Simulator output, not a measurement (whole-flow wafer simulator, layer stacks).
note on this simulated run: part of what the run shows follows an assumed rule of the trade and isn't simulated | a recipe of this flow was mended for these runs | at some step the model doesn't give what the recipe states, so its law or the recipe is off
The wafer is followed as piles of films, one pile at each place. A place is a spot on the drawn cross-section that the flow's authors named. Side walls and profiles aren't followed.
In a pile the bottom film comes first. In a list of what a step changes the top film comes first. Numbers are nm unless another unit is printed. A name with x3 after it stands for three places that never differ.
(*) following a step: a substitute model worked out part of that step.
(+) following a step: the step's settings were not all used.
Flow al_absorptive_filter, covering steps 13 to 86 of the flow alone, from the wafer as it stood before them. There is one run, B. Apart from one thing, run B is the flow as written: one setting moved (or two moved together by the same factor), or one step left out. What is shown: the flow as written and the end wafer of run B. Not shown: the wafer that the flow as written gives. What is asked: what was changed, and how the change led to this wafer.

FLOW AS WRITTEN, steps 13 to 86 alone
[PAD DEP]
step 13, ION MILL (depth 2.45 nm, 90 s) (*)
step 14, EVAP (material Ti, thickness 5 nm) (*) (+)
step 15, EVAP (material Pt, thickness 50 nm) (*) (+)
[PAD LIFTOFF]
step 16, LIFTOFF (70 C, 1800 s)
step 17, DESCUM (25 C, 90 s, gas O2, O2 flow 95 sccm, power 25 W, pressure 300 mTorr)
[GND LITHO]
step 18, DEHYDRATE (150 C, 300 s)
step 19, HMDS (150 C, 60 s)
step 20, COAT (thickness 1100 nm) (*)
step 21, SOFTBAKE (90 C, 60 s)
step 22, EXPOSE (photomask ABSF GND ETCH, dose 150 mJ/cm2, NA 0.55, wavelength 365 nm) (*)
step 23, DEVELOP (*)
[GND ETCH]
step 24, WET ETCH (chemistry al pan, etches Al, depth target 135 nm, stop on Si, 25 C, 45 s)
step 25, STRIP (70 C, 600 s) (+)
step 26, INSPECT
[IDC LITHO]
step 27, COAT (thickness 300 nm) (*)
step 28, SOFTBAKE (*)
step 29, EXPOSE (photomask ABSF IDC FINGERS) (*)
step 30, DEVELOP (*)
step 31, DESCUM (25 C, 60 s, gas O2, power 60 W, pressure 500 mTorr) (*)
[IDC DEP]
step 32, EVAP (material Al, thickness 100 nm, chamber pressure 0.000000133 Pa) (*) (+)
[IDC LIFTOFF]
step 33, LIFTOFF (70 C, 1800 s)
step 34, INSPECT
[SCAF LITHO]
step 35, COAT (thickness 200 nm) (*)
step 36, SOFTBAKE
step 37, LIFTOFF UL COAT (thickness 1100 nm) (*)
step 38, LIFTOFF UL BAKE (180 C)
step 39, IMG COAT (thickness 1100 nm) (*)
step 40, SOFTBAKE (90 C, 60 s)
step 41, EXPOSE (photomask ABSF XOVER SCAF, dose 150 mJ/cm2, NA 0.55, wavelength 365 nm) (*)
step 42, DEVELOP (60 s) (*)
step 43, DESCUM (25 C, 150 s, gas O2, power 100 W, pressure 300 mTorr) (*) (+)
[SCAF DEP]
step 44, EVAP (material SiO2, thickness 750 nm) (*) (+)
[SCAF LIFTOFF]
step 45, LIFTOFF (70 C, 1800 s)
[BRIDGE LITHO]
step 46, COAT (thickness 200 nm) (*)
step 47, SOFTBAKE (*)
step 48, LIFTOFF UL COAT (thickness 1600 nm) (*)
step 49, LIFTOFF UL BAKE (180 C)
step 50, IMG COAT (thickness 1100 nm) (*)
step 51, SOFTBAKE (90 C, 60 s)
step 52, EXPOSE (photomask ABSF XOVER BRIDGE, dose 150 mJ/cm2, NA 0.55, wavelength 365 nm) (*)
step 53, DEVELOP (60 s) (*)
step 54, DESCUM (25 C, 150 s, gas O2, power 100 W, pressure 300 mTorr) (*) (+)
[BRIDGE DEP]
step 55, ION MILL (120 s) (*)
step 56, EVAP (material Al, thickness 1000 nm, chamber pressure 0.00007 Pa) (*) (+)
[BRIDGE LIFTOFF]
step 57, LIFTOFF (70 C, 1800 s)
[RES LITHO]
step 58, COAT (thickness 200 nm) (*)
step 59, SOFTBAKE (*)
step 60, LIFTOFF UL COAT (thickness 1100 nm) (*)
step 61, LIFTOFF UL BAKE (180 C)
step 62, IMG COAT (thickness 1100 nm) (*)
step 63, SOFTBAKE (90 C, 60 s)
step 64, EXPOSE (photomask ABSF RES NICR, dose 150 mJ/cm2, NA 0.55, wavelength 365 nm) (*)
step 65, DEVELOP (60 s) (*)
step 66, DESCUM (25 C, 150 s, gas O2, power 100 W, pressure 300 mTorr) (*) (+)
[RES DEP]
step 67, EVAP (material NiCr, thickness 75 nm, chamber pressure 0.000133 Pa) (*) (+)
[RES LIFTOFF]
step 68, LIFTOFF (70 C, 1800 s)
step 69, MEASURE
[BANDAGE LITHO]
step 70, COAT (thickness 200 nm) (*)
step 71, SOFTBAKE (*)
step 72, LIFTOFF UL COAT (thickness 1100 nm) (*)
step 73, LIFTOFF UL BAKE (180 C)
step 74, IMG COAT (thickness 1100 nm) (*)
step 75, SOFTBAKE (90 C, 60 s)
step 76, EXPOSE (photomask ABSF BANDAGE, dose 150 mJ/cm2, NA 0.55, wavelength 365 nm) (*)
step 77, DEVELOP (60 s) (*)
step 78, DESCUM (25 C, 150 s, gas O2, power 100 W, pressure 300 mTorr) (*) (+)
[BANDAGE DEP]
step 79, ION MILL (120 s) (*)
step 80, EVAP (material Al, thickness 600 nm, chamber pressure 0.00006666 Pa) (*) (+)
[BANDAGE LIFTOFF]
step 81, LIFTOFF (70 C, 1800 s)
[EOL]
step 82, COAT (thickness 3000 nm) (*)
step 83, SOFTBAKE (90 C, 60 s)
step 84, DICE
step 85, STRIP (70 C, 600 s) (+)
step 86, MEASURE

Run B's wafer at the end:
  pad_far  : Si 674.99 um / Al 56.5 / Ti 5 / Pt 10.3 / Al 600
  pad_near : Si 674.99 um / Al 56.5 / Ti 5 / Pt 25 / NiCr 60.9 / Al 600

What caused this: step 15, EVAP: thickness 25 nm was run, while the flow as written has thickness 50 nm.
The wafer lets one read it off: pad_near has Pt 25, and step 15 as written asks for 50 nm.

How this came from the change, step by step:
  step 15, EVAP (material Pt, thickness 50 nm) (*) (+)
      gnd, pad_far, pad_near and 11 more: +25 Pt (new film) (as written it would have been: +50 Pt (new film))
  step 16, LIFTOFF (70 C, 1800 s)
      gnd, ledge, res and 9 more: -25 Pt (all of it), -5 Ti (all of it), -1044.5 i-line-resist (all of it), -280 lift-off-underlayer (all of it) (as written it would have been: -50 Pt (all of it), -5 Ti (all of it), -1044.5 i-line-resist (all of it), -280 lift-off-underlayer (all of it))
  step 27, COAT (thickness 300 nm) (*)
      pad_far: +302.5 e-beam-resist (new film) (as written it would have been: +296 e-beam-resist (new film))
      pad_near: +296.4 e-beam-resist (new film) (as written it would have been: +288.3 e-beam-resist (new film))
      (and at 1 other place as well)
  step 33, LIFTOFF (70 C, 1800 s)
      pad_far: -100 Al (all of it), -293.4 e-beam-resist (all of it) (as written it would have been: -100 Al (all of it), -287 e-beam-resist (all of it))
      pad_near: -100 Al (all of it), -287.4 e-beam-resist (all of it) (as written it would have been: -100 Al (all of it), -279.3 e-beam-resist (all of it))
      (and at 1 other place as well)
  step 35, COAT (thickness 200 nm) (*)
      pad_near: +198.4 acrylic-e-beam-resist (new film) (as written it would have been: +193.6 acrylic-e-beam-resist (new film))
      ledge: +161.2 acrylic-e-beam-resist (new film) (as written it would have been: +169.8 acrylic-e-beam-resist (new film))
  step 45, LIFTOFF (70 C, 1800 s)
      pad_near: -750 SiO2 (all of it), -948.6 i-line-resist (all of it), -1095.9 lift-off-underlayer (all of it), -198.4 acrylic-e-beam-resist (all of it) (as written it would have been: -750 SiO2 (all of it), -944.1 i-line-resist (all of it), -1088 lift-off-underlayer (all of it), -193.6 acrylic-e-beam-resist (all of it))
      ledge: -750 SiO2 (all of it), -953.9 i-line-resist (all of it), -1113.5 lift-off-underlayer (all of it), -161.2 acrylic-e-beam-resist (all of it) (as written it would have been: -750 SiO2 (all of it), -952.1 i-line-resist (all of it), -1114 lift-off-underlayer (all of it), -169.8 acrylic-e-beam-resist (all of it))
  step 46, COAT (thickness 200 nm) (*)
      pad_near: +198.4 acrylic-e-beam-resist (new film) (as written it would have been: +193.6 acrylic-e-beam-resist (new film))
      ledge: +161.2 acrylic-e-beam-resist (new film) (as written it would have been: +169.8 acrylic-e-beam-resist (new film))
  step 57, LIFTOFF (70 C, 1800 s)
      pad_near: -1000 Al (all of it), -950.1 i-line-resist (all of it), -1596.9 lift-off-underlayer (all of it), -198.4 acrylic-e-beam-resist (all of it) (as written it would have been: -1000 Al (all of it), -946.7 i-line-resist (all of it), -1587.9 lift-off-underlayer (all of it), -193.6 acrylic-e-beam-resist (all of it))
      ledge: -1000 Al (all of it), -953.3 i-line-resist (all of it), -1617 lift-off-underlayer (all of it), -161.2 acrylic-e-beam-resist (all of it) (as written it would have been: -1000 Al (all of it), -951.7 i-line-resist (all of it), -1617.2 lift-off-underlayer (all of it), -169.8 acrylic-e-beam-resist (all of it))
  step 58, COAT (thickness 200 nm) (*)
      pad_near: +198.4 acrylic-e-beam-resist (new film) (as written it would have been: +193.6 acrylic-e-beam-resist (new film))
      ledge: +161.2 acrylic-e-beam-resist (new film) (as written it would have been: +169.8 acrylic-e-beam-resist (new film))
  step 66, DESCUM (25 C, 150 s, gas O2, power 100 W, pressure 300 mTorr) (*) (+)
      pad_near: -198.4 acrylic-e-beam-resist (all of it) (as written it would have been: -193.6 acrylic-e-beam-resist (all of it))
      ledge: -161.2 acrylic-e-beam-resist (all of it) (as written it would have been: -169.8 acrylic-e-beam-resist (all of it))
  step 70, COAT (thickness 200 nm) (*)
      pad_near: +185.9 acrylic-e-beam-resist (new film) (as written it would have been: +180.9 acrylic-e-beam-resist (new film))
      ledge: +159.7 acrylic-e-beam-resist (new film) (as written it would have been: +167 acrylic-e-beam-resist (new film))
  step 78, DESCUM (25 C, 150 s, gas O2, power 100 W, pressure 300 mTorr) (*) (+)
      pad_near: -185.9 acrylic-e-beam-resist (all of it) (as written it would have been: -180.9 acrylic-e-beam-resist (all of it))
  step 81, LIFTOFF (70 C, 1800 s)
      ledge: -600 Al (all of it), -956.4 i-line-resist (all of it), -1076 lift-off-underlayer (all of it), -159.7 acrylic-e-beam-resist (all of it) (as written it would have been: -600 Al (all of it), -956.6 i-line-resist (all of it), -1077.5 lift-off-underlayer (all of it), -167 acrylic-e-beam-resist (all of it))
  step 83, SOFTBAKE (90 C, 60 s)
      pad_far: -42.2 i-line-resist (as written it would have been: -44.2 i-line-resist)
      pad_near: -39.4 i-line-resist (as written it would have been: -41.1 i-line-resist)
      (and at 1 other place as well)
